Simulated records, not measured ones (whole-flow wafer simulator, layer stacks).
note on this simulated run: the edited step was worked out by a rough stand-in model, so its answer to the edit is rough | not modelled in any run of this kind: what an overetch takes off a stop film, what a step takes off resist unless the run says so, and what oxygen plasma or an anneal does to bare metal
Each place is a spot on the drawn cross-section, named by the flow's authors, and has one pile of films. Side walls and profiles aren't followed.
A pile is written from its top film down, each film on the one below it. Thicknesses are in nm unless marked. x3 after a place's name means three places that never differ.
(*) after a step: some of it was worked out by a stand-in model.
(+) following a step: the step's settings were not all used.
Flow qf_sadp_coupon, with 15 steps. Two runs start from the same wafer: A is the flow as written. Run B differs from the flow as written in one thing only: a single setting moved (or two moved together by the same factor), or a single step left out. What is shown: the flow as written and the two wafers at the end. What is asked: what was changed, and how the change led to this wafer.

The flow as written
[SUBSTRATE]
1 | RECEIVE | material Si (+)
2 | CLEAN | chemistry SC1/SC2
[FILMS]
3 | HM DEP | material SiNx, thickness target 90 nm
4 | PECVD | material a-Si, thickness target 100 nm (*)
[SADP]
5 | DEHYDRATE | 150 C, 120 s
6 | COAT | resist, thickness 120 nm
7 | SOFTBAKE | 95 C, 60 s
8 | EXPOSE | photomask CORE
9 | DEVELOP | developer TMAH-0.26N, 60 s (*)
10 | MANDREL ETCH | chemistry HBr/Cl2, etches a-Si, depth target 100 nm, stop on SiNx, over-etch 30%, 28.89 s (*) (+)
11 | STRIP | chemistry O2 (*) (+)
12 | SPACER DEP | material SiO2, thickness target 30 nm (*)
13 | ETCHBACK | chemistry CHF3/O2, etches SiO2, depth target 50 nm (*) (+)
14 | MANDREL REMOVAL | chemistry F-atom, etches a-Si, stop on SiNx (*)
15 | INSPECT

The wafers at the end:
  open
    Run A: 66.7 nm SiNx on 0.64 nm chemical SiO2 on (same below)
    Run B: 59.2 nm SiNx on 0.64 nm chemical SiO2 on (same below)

The reason: step 4, PECVD: thickness target 48 nm was run, whereas the flow has thickness target 100 nm.

The path from the change to this, step by step:
  4 | PECVD | material a-Si, thickness target 100 nm (*)
      m, open: A a-Si gains 100 (new film) | B a-Si gains 48 (new film)
  10 | MANDREL ETCH | chemistry HBr/Cl2, etches a-Si, depth target 100 nm, stop on SiNx, over-etch 30%, 28.89 s (*) (+)
      open: A a-Si loses 100 (all of it), SiNx loses 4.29 | B a-Si loses 48 (all of it), SiNx loses 11.7
  14 | MANDREL REMOVAL | chemistry F-atom, etches a-Si, stop on SiNx (*)
      m: A a-Si loses 95.8 (all of it) | B a-Si loses 43.8 (all of it)
